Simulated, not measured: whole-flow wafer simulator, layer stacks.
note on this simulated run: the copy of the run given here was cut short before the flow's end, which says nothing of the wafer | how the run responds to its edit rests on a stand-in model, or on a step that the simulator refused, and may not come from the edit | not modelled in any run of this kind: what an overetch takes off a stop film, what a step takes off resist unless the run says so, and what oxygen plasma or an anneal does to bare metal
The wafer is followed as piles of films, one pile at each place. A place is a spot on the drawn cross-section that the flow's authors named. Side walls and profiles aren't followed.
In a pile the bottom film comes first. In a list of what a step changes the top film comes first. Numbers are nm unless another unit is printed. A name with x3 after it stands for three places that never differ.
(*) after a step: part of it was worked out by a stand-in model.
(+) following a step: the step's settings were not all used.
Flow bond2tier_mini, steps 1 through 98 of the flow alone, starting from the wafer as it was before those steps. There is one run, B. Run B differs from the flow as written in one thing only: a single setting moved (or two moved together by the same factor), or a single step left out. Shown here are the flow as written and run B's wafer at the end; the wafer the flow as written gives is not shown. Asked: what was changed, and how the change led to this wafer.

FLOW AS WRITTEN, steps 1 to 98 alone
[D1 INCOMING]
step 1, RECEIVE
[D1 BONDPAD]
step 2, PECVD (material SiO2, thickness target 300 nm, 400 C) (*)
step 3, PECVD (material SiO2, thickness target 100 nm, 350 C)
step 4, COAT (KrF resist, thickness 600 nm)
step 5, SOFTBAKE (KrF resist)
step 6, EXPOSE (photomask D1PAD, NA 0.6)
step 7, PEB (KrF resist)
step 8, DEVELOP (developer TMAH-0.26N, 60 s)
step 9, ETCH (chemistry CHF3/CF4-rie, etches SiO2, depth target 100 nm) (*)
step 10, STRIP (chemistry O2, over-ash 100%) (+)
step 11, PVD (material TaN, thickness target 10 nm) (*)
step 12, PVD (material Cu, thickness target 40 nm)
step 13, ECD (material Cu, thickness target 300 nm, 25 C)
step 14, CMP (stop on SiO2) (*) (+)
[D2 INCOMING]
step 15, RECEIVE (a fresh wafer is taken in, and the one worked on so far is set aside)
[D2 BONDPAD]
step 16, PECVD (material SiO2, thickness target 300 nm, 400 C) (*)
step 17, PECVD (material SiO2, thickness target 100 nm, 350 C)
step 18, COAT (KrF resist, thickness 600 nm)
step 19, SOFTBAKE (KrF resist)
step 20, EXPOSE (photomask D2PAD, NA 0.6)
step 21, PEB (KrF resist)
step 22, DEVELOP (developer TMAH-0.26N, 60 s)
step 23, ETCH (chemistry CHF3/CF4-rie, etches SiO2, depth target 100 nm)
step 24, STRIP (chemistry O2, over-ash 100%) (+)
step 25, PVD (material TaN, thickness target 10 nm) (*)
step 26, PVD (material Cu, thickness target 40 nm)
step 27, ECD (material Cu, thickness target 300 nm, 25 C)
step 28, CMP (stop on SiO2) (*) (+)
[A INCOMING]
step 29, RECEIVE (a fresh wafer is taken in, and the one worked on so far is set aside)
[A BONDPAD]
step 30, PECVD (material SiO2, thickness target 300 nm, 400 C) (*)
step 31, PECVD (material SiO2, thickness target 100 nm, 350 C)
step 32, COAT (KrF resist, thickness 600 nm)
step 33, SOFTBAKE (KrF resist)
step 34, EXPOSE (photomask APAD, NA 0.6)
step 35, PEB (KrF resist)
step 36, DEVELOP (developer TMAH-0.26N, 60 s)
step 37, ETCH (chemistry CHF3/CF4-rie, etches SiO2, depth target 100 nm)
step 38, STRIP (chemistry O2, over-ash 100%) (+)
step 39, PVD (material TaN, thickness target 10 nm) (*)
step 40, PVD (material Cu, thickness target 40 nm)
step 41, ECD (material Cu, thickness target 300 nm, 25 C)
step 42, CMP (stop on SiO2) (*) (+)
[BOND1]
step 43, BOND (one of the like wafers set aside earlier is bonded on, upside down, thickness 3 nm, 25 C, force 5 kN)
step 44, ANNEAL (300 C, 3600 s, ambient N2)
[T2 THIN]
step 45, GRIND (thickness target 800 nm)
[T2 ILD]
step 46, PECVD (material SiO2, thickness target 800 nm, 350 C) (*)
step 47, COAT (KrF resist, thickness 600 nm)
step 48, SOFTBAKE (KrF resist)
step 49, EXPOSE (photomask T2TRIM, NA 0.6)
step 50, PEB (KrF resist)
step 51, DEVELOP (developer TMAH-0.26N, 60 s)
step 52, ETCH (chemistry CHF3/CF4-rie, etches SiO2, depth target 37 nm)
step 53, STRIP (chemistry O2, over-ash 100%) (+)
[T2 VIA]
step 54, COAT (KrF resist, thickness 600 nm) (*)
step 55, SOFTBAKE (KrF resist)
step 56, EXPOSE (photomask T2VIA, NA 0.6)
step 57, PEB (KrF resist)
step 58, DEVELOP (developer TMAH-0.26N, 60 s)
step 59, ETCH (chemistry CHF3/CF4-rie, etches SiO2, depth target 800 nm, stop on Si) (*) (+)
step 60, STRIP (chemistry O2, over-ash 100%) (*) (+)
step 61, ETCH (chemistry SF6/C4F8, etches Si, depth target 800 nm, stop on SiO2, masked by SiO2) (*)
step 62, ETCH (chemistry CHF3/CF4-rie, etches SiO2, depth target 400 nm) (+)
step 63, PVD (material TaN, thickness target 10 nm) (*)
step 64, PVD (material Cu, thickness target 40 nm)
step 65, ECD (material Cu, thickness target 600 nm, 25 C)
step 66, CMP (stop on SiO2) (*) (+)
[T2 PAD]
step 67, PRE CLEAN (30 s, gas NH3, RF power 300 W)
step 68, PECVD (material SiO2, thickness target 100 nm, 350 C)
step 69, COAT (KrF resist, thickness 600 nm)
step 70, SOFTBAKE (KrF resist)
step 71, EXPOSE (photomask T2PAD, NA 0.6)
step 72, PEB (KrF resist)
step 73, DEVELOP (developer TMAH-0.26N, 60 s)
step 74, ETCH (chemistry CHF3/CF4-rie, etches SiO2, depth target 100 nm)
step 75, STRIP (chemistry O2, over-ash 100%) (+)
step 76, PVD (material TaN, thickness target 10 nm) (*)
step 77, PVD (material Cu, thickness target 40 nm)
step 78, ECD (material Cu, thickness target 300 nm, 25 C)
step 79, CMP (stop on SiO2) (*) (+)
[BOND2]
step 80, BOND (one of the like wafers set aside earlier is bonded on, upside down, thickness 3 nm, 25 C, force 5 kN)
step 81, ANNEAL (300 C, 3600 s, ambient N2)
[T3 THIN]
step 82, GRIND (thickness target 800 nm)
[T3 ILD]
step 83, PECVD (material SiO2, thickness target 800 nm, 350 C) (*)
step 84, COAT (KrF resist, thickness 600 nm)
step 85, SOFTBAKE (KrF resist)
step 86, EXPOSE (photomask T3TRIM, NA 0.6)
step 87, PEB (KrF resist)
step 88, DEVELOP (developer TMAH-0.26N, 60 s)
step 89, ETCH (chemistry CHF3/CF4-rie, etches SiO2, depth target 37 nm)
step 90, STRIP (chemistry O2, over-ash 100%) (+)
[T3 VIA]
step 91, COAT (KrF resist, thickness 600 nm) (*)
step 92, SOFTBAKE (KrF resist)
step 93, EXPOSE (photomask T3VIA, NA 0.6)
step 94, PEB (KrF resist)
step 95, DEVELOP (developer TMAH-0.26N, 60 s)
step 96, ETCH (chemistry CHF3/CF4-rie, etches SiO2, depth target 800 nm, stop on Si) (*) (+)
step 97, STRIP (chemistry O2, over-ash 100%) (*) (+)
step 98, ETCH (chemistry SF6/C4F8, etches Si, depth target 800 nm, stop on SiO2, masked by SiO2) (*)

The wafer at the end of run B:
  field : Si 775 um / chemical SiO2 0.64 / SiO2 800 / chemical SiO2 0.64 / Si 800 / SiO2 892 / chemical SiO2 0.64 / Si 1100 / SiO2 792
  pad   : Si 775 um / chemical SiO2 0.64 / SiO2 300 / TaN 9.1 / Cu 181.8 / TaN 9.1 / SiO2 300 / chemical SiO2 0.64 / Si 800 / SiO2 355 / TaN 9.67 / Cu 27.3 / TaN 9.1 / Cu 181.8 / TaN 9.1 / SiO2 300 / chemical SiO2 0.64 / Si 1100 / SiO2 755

The reason: step 82, GRIND: thickness target 1100 nm was run, though the flow has thickness target 800 nm.
The wafer lets one read it off: field has Si 1100, and step 82 as written asks for 800 nm.

How this came from the change, step by step:
  step 82, GRIND (thickness target 800 nm)
      field, pad: Si loses 773.9 um (as written it would have been: Si loses 774.2 um)
